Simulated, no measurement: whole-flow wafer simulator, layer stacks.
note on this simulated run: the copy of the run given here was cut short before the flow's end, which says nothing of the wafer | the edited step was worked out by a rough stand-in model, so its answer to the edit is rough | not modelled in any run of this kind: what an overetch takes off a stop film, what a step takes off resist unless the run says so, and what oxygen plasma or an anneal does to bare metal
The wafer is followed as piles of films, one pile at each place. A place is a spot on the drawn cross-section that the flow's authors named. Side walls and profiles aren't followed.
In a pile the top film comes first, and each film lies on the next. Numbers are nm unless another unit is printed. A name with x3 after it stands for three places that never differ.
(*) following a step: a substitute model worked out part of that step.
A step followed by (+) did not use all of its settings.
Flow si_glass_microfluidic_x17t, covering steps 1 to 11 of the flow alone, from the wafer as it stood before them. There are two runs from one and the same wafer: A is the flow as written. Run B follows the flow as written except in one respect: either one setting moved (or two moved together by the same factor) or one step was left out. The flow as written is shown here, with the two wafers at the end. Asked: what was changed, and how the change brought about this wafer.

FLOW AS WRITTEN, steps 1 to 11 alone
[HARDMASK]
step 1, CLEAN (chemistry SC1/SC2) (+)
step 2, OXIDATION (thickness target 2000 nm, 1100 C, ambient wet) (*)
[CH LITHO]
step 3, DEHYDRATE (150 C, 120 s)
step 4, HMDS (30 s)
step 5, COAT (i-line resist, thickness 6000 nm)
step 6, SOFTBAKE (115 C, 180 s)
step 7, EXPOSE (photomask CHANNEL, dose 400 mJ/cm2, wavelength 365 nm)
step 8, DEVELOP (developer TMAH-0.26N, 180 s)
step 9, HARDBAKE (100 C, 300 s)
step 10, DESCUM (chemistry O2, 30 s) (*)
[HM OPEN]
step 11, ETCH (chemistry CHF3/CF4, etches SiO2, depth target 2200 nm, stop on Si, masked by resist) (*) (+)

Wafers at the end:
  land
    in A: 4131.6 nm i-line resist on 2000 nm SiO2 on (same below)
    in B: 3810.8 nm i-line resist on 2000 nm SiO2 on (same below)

Cause: step 11, ETCH: depth target 2585 nm was run, though the flow has depth target 2200 nm.

How this came from the change, step by step:
  step 11, ETCH (chemistry CHF3/CF4, etches SiO2, depth target 2200 nm, stop on Si, masked by resist) (*) (+)
      land: A -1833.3 i-line resist | B -2154.2 i-line resist
